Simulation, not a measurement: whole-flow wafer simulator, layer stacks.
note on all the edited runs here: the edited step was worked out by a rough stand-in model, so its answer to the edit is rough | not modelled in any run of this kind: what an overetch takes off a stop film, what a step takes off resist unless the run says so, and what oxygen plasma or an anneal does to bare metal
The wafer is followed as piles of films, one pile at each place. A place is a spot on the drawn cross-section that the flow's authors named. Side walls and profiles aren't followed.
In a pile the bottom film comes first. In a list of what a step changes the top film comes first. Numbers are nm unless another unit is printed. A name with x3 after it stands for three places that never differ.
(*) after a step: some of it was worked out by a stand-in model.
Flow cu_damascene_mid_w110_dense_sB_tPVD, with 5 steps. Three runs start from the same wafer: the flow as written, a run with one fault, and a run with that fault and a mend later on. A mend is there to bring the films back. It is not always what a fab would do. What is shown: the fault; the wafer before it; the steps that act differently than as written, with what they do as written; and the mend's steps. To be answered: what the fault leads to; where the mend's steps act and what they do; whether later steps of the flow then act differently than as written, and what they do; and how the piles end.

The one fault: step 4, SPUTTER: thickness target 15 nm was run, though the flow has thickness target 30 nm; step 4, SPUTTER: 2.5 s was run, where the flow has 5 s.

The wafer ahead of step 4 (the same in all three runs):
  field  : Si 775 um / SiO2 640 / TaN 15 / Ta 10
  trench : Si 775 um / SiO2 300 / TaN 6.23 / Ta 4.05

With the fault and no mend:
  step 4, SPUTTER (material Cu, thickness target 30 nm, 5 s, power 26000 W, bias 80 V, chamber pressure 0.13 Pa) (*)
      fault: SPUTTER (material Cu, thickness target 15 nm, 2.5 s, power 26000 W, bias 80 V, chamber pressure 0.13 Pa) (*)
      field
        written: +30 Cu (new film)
        fault: +15 Cu (new film)
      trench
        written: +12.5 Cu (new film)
        fault: +6.24 Cu (new film)
  Later steps of the flow that are run all act as written at every place that is followed, up to a difference of at most 2% or 0.5 nm, whichever is larger.
  By the end, the piles at field, trench depart from the flow's by more than 2% or 0.5 nm, whichever is larger.
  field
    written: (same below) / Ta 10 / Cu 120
    fault: (same below) / Ta 10 / Cu 105
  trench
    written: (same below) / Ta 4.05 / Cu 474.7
    fault: (same below) / Ta 4.05 / Cu 459.7

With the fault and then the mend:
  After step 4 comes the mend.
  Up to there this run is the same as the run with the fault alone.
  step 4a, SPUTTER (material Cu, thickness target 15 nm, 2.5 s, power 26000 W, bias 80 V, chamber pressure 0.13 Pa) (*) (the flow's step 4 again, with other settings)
      field
        +15 Cu
      trench
        +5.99 Cu
  Later steps of the flow that are run all act as written at every place that is followed, up to a difference of at most 2% or 0.5 nm, whichever is larger.
  At every place that both follow, the piles at the end match the flow's.
